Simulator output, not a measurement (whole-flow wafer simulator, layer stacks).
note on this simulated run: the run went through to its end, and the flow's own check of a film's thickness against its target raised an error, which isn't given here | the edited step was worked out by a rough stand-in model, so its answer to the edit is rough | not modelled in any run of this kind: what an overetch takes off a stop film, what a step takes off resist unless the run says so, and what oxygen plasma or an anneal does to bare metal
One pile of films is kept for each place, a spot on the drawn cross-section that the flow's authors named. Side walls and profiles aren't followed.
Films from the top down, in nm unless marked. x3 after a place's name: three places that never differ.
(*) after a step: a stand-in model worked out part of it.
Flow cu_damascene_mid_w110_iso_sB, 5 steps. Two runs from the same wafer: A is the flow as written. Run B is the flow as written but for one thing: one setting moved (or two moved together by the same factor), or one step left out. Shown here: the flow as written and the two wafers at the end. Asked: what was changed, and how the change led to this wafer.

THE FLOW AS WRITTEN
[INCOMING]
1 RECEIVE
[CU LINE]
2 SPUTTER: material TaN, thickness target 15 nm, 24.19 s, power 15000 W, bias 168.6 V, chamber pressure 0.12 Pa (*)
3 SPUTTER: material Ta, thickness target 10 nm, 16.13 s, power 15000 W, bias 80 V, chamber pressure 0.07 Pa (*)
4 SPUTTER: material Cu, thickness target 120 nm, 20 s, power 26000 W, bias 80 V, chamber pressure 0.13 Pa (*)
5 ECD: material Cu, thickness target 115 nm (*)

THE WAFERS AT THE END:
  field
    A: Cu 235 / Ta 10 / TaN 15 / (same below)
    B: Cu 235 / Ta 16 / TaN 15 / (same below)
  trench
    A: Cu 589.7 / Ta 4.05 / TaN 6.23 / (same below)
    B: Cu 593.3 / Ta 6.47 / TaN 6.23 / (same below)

The cause: step 3, SPUTTER: thickness target 16 nm was run, where the flow has thickness target 10 nm; step 3, SPUTTER: 25.81 s was run, where the flow has 16.13 s.
It can be read off the wafer: field has Ta 16, and step 3 as written asks for 10 nm.

How the change led to this, step by step:
  3 SPUTTER: material Ta, thickness target 10 nm, 16.13 s, power 15000 W, bias 80 V, chamber pressure 0.07 Pa (*)
      field: A Ta +10 (new film) | B Ta +16 (new film)
      trench: A Ta +4.05 (new film) | B Ta +6.47 (new film)
